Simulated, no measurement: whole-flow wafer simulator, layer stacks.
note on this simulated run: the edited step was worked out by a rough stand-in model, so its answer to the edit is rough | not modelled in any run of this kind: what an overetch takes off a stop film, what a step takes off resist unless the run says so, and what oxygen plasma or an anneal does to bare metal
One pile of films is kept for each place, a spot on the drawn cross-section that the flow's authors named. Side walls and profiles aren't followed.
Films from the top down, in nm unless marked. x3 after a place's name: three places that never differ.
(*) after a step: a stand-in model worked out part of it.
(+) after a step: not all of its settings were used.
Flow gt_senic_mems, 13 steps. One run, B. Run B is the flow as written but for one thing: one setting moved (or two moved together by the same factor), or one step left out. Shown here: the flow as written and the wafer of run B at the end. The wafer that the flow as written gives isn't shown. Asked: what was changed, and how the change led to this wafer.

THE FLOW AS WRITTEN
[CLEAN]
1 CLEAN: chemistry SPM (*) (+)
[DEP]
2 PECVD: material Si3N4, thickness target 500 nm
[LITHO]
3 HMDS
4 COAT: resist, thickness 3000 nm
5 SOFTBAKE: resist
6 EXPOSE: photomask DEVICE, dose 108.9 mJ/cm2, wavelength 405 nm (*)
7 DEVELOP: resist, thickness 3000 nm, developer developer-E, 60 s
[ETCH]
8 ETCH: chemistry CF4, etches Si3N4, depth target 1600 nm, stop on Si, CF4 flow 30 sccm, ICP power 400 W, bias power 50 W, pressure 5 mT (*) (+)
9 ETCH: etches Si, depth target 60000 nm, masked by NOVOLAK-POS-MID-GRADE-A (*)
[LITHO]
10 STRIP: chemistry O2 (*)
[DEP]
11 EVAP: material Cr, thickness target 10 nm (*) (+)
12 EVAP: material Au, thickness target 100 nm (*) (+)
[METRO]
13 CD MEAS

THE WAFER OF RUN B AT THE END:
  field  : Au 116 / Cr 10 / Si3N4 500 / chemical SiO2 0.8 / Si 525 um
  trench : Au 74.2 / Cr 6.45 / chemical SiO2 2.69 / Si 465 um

The cause: step 12, EVAP: thickness target 116 nm was run, where the flow has thickness target 100 nm.
It can be read off the wafer: field has Au 116, and step 12 as written asks for 100 nm.

How the change led to this, step by step:
  12 EVAP: material Au, thickness target 100 nm (*) (+)
      field: Au +116 (new film) (as written it would be: Au +100 (new film))
      trench: Au +74.2 (new film) (as written it would be: Au +64.1 (new film))
